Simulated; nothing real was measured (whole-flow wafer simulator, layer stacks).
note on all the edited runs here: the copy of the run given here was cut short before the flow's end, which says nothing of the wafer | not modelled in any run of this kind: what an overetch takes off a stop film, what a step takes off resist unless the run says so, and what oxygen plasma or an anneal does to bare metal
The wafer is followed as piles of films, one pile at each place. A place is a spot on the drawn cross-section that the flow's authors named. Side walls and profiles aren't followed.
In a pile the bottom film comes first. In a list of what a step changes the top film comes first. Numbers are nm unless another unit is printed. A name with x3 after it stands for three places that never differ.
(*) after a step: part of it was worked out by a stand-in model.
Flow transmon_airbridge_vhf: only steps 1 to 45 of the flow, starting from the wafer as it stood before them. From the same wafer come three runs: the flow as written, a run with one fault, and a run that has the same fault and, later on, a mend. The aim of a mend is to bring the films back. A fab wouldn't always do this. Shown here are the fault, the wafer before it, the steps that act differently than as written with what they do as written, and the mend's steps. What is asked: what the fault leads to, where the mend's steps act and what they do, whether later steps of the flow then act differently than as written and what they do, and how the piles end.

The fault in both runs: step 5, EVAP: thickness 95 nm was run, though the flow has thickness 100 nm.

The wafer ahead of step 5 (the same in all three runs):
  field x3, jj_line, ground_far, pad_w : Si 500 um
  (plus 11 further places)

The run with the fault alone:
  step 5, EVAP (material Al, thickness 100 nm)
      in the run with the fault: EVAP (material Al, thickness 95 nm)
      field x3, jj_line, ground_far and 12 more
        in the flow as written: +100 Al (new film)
        in the run with the fault: +95 Al (new film)
  Steps later in the flow that act otherwise than as written (17 more steps, not shown, differ only slightly: by at most 2% or 0.5 nm, whichever is larger):
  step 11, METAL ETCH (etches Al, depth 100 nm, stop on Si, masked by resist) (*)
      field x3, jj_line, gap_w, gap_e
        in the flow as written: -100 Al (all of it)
        in the run with the fault: -95 Al (all of it)
  The piles end different from the flow's at ground_far, flank_w, cpw_trace, flank_e, trace_open_s x2, margin_s, bridge_strip, margin_n by more than 2% or 0.5 nm, whichever is larger.
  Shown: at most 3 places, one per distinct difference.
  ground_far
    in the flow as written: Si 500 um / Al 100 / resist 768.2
    in the run with the fault: Si 500 um / Al 95 / resist 768.2
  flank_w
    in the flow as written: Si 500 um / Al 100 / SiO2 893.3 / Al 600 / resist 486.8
    in the run with the fault: Si 500 um / Al 95 / SiO2 893.3 / Al 600 / resist 487.9
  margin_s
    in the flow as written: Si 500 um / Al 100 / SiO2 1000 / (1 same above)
    in the run with the fault: Si 500 um / Al 95 / SiO2 1000 / (1 same above)

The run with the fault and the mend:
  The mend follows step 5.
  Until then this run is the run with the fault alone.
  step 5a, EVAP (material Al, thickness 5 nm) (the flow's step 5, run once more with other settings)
      field x3, jj_line, ground_far and 12 more
        +5 Al
  Every later step of the flow that is run acts as written at every place that is followed.
  At every place that both follow, the piles at the end match the flow's.
